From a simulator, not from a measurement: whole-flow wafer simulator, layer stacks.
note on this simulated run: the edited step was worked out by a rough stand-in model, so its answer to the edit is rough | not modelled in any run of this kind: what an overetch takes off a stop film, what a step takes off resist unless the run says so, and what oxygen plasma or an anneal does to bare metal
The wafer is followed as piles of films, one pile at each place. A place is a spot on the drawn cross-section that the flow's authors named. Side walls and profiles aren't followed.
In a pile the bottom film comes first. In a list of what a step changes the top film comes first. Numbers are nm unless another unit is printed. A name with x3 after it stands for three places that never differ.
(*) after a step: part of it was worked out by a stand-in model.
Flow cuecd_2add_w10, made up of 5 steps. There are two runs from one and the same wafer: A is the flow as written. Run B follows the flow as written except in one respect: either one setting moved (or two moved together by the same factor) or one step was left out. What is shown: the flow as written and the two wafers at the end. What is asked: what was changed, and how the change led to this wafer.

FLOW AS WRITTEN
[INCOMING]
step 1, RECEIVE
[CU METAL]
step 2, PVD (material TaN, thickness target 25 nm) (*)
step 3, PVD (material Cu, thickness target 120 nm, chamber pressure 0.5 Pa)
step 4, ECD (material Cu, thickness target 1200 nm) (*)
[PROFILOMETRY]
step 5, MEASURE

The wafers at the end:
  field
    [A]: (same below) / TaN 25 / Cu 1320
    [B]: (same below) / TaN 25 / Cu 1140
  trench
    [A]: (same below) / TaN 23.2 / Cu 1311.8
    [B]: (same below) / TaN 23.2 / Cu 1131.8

The reason: step 4, ECD: thickness target 1020 nm was run, though the flow has thickness target 1200 nm.

Step by step, how the change led to this:
  step 4, ECD (material Cu, thickness target 1200 nm) (*)
      field, trench: A Cu gains 1200 | B Cu gains 1020
